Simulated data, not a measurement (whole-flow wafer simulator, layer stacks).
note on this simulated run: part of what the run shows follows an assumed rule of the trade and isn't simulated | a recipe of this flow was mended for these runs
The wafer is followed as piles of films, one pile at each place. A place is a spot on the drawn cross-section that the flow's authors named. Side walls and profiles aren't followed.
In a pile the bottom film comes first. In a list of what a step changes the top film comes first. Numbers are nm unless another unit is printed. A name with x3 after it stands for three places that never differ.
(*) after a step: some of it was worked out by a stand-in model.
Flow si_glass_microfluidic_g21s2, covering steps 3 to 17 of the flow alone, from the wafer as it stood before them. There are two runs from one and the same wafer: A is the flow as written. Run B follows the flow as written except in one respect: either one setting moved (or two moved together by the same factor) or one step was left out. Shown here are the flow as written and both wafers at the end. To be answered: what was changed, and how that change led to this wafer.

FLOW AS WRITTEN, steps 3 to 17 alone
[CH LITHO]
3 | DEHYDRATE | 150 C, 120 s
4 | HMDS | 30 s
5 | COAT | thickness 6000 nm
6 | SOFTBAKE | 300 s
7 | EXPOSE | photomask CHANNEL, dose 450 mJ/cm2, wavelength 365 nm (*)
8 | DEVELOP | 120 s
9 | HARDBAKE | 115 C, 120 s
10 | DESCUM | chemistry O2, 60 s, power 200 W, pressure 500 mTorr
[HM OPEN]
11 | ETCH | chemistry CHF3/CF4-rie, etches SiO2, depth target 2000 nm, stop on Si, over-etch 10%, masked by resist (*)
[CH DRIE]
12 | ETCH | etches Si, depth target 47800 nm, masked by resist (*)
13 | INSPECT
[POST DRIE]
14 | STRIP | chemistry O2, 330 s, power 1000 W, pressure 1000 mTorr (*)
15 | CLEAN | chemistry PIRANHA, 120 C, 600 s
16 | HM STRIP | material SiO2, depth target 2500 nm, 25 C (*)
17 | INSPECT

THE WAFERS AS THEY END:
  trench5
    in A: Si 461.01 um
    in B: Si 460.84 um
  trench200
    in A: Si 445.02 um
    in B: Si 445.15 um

Cause: step 5, COAT: thickness 5325 nm was run, while the flow as written has thickness 6000 nm.

Step by step, how the change led to this:
  5 | COAT | thickness 6000 nm
      land, trench20, trench5, trench200: A thick-i-line-resist gains 6000 (new film) | B thick-i-line-resist gains 5325 (new film)
  8 | DEVELOP | 120 s
      trench20, trench5, trench200: A thick-i-line-resist loses 6000 (all of it) | B thick-i-line-resist loses 5325 (all of it)
  9 | HARDBAKE | 115 C, 120 s
      land: A thick-i-line-resist loses 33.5 | B thick-i-line-resist loses 28.2
  12 | ETCH | etches Si, depth target 47800 nm, masked by resist (*)
      trench5: A Si loses 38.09 um | B Si loses 38.25 um
      trench200: A Si loses 54.08 um | B Si loses 53.95 um
  14 | STRIP | chemistry O2, 330 s, power 1000 W, pressure 1000 mTorr (*)
      land: A thick-i-line-resist loses 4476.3 (all of it) | B thick-i-line-resist loses 3808.2 (all of it)
